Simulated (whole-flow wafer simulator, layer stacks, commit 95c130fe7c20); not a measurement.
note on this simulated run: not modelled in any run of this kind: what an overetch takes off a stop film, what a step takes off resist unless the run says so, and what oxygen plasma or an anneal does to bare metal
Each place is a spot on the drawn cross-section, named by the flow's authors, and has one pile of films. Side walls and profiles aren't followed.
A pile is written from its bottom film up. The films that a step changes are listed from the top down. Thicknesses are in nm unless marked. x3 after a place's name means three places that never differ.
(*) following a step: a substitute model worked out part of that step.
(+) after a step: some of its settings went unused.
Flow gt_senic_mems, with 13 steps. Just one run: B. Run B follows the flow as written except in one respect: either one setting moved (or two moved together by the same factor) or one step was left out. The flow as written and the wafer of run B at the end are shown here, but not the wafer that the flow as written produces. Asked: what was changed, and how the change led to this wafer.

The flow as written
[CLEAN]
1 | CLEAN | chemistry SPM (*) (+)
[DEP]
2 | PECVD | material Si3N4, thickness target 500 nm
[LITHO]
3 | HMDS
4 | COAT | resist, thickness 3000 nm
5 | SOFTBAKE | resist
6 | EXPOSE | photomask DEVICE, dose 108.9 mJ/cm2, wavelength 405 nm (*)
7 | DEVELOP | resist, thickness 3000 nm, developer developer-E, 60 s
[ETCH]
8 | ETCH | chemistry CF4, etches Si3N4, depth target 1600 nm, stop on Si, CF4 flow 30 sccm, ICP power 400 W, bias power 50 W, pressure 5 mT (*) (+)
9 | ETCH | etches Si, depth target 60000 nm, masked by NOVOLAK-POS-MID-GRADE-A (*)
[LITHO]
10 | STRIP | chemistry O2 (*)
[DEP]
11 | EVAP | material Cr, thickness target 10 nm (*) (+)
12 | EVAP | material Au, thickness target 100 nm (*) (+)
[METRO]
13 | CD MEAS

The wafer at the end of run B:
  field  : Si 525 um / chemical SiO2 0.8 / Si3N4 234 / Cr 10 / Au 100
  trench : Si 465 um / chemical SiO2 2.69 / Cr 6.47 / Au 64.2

Cause: step 2, PECVD: thickness target 234 nm was run, though the flow has thickness target 500 nm.
The wafer itself shows it: field has Si3N4 234, and step 2 as written asks for 500 nm.

Step by step, how the change led to this:
  2 | PECVD | material Si3N4, thickness target 500 nm
      field, trench: +234 Si3N4 (new film) (it would be, as written: +500 Si3N4 (new film))
  8 | ETCH | chemistry CF4, etches Si3N4, depth target 1600 nm, stop on Si, CF4 flow 30 sccm, ICP power 400 W, bias power 50 W, pressure 5 mT (*) (+)
      field: -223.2 resist (it would be, as written: -400.5 resist)
      trench: -234 Si3N4 (all of it), -0.8 chemical SiO2 (all of it) (it would be, as written: -500 Si3N4 (all of it), -0.8 chemical SiO2 (all of it))
  10 | STRIP | chemistry O2 (*)
      field: -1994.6 resist (all of it) (it would be, as written: -1817.3 resist (all of it))
